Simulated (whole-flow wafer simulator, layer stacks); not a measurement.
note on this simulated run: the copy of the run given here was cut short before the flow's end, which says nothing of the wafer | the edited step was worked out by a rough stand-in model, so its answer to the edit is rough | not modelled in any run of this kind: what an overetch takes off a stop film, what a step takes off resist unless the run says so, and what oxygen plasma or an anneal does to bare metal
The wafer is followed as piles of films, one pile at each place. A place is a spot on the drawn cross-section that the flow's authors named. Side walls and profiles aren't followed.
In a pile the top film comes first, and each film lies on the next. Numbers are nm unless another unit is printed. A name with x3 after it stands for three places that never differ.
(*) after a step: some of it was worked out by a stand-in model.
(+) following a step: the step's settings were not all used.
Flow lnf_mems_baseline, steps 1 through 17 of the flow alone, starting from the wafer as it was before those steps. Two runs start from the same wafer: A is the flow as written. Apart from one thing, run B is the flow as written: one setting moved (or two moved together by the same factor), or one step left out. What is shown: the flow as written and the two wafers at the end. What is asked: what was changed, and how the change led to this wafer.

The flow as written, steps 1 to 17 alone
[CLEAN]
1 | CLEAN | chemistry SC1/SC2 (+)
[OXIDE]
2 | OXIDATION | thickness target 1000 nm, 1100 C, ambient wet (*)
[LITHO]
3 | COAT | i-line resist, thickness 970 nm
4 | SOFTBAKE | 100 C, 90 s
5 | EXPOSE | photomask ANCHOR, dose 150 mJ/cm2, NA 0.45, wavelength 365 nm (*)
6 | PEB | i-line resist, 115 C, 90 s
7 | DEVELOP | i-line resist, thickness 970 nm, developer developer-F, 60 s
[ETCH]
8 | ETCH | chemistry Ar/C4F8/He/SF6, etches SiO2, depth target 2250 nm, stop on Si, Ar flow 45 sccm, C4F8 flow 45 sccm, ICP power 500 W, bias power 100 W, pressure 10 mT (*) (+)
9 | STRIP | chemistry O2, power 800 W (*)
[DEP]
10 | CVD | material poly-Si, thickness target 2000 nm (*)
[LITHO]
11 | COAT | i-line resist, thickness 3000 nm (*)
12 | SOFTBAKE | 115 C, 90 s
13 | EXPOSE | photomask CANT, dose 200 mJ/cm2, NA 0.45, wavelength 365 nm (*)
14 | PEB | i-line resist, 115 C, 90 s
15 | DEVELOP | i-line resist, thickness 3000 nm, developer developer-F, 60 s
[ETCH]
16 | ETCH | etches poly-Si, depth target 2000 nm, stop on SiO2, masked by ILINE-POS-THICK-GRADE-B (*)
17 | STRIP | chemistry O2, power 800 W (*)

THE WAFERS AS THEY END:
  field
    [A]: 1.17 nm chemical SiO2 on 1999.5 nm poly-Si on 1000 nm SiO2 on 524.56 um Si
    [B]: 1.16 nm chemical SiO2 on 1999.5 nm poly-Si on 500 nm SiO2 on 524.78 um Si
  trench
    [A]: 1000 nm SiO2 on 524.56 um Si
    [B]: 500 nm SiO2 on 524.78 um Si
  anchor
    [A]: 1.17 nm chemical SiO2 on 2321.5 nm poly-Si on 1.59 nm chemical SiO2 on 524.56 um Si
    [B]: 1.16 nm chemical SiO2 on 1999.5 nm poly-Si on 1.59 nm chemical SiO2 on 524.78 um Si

The reason: step 2, OXIDATION: thickness target 500 nm was run, whereas the flow has thickness target 1000 nm.
One can read it off the wafer: field has SiO2 500, and step 2 as written asks for 1000 nm.

How this came from the change, step by step:
  2 | OXIDATION | thickness target 1000 nm, 1100 C, ambient wet (*)
      field, anchor, beam, trench, char_slit: A SiO2 gains 1000 (new film), chemical SiO2 loses 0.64 (all of it), Si loses 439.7 | B SiO2 gains 500 (new film), chemical SiO2 loses 0.64 (all of it), Si loses 219.7
  8 | ETCH | chemistry Ar/C4F8/He/SF6, etches SiO2, depth target 2250 nm, stop on Si, Ar flow 45 sccm, C4F8 flow 45 sccm, ICP power 500 W, bias power 100 W, pressure 10 mT (*) (+)
      field, beam, trench, char_slit: A i-line resist loses 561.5 | B i-line resist loses 311.5
      anchor: A SiO2 loses 1000 (all of it) | B SiO2 loses 500 (all of it)
  9 | STRIP | chemistry O2, power 800 W (*)
      field, beam, trench, char_slit: A i-line resist loses 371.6 (all of it) | B i-line resist loses 621.6 (all of it)
  10 | CVD | material poly-Si, thickness target 2000 nm (*)
      anchor: A poly-Si gains 2322 (new film) | B poly-Si gains 2000 (new film)
  11 | COAT | i-line resist, thickness 3000 nm (*)
      anchor: A i-line resist gains 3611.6 (new film) | B i-line resist gains 3437.6 (new film)
  12 | SOFTBAKE | 115 C, 90 s
      anchor: A i-line resist gains 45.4 | B i-line resist gains 42.3
      trench: A i-line resist loses 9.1 | B i-line resist loses 8.55
  14 | PEB | i-line resist, 115 C, 90 s
      anchor: A i-line resist loses 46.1 | B i-line resist loses 43
  17 | STRIP | chemistry O2, power 800 W (*)
      anchor: A chemical SiO2 gains 1.17 (new film), i-line resist loses 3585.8 (all of it), poly-Si loses 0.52 | B chemical SiO2 gains 1.16 (new film), i-line resist loses 3411.9 (all of it), poly-Si loses 0.51
